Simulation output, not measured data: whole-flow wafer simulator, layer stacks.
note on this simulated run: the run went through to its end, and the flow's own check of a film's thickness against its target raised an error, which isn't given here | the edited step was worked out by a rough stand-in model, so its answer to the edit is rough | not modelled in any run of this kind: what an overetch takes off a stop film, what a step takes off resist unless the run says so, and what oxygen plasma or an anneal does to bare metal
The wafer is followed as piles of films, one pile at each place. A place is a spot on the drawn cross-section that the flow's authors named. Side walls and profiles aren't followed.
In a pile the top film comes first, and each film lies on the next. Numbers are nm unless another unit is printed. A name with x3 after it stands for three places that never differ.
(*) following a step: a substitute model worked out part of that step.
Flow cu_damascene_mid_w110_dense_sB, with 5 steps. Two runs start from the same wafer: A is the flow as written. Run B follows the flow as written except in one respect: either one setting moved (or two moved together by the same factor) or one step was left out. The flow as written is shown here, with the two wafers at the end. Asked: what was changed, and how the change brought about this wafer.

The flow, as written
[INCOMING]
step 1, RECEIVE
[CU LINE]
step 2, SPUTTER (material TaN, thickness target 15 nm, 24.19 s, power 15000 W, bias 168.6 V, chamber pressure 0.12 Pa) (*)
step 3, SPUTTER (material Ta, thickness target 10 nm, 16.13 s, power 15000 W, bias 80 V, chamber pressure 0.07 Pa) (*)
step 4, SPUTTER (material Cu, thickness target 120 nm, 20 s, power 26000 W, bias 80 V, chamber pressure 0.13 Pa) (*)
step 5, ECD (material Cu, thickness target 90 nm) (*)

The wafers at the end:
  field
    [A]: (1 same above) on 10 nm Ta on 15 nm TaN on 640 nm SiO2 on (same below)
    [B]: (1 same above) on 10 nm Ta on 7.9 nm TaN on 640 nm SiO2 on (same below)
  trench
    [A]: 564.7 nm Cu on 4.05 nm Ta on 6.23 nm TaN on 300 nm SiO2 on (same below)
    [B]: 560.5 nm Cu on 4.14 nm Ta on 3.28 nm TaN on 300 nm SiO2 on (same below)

What caused this: step 2, SPUTTER: thickness target 7.9 nm was run, while the flow as written has thickness target 15 nm; step 2, SPUTTER: 12.7 s was run, where the flow has 24.19 s.
The wafer itself shows it: field has TaN 7.9, and step 2 as written asks for 15 nm.

Step by step, how the change led to this:
  step 2, SPUTTER (material TaN, thickness target 15 nm, 24.19 s, power 15000 W, bias 168.6 V, chamber pressure 0.12 Pa) (*)
      field: A TaN gains 15 (new film) | B TaN gains 7.9 (new film)
      trench: A TaN gains 6.23 (new film) | B TaN gains 3.28 (new film)
  step 4, SPUTTER (material Cu, thickness target 120 nm, 20 s, power 26000 W, bias 80 V, chamber pressure 0.13 Pa) (*)
      trench: A Cu gains 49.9 (new film) | B Cu gains 51.1 (new film)
